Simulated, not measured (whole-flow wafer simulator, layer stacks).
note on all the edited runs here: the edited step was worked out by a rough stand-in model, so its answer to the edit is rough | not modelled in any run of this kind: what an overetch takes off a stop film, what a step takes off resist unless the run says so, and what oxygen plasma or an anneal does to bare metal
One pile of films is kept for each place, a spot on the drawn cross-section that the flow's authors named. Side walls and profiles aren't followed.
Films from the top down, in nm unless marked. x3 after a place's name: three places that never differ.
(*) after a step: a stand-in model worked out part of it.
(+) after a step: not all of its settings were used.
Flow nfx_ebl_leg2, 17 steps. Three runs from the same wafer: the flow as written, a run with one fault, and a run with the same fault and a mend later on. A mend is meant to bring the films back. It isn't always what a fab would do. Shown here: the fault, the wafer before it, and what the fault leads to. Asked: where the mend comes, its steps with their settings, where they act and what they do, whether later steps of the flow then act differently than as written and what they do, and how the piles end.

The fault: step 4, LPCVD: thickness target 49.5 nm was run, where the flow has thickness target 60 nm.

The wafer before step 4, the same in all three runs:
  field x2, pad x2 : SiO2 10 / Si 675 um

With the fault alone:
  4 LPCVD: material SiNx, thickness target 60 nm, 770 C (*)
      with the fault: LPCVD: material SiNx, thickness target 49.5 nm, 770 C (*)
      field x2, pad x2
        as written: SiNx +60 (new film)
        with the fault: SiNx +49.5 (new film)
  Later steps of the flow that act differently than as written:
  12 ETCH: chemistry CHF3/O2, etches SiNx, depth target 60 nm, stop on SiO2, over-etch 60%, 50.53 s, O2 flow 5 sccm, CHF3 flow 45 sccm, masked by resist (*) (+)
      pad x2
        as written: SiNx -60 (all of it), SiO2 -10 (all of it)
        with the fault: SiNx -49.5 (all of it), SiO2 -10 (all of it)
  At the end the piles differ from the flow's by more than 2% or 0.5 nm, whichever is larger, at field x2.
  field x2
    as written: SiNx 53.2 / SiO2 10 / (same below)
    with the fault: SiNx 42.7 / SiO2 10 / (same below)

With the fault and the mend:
  The mend comes after step 5.
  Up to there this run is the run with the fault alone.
  5a LPCVD: material SiNx, thickness target 10.5 nm, 770 C (*) (the flow's step 4 once more, with other settings)
      field x2, pad x2
        SiNx +10.5
  No later step of the flow acts differently than as written at any place that is followed.
  At the end the piles are the same as the flow's at every place that both follow.
